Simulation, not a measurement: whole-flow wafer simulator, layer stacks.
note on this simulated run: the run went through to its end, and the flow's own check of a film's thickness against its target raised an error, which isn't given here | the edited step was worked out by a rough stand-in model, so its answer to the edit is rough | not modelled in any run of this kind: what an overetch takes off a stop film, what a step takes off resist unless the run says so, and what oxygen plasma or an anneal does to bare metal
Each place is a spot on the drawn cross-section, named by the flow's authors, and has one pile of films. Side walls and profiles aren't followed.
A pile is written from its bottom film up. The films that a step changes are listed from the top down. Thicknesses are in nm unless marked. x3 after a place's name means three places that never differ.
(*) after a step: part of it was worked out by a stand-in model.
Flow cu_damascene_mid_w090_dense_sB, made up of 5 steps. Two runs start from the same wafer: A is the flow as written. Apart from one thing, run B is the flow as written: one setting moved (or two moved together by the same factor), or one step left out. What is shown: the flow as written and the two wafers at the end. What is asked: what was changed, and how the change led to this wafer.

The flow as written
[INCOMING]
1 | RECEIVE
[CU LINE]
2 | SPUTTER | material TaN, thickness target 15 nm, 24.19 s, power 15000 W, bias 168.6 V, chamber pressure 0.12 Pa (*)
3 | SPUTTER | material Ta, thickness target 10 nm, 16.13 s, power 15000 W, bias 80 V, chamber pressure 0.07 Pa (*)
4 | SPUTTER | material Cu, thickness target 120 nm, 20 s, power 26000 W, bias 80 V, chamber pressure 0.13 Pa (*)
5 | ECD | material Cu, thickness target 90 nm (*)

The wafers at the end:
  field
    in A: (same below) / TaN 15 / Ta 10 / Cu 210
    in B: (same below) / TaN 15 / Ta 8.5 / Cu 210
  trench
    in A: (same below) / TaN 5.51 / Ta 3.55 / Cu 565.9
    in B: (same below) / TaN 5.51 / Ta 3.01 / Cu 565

What caused this: step 3, SPUTTER: thickness target 8.5 nm was run, whereas the flow has thickness target 10 nm; step 3, SPUTTER: 13.71 s was run, where the flow has 16.13 s.
One can read it off the wafer: field has Ta 8.5, and step 3 as written asks for 10 nm.

Step by step, how the change led to this:
  3 | SPUTTER | material Ta, thickness target 10 nm, 16.13 s, power 15000 W, bias 80 V, chamber pressure 0.07 Pa (*)
      field: A Ta gains 10 (new film) | B Ta gains 8.5 (new film)
      trench: A Ta gains 3.55 (new film) | B Ta gains 3.01 (new film)
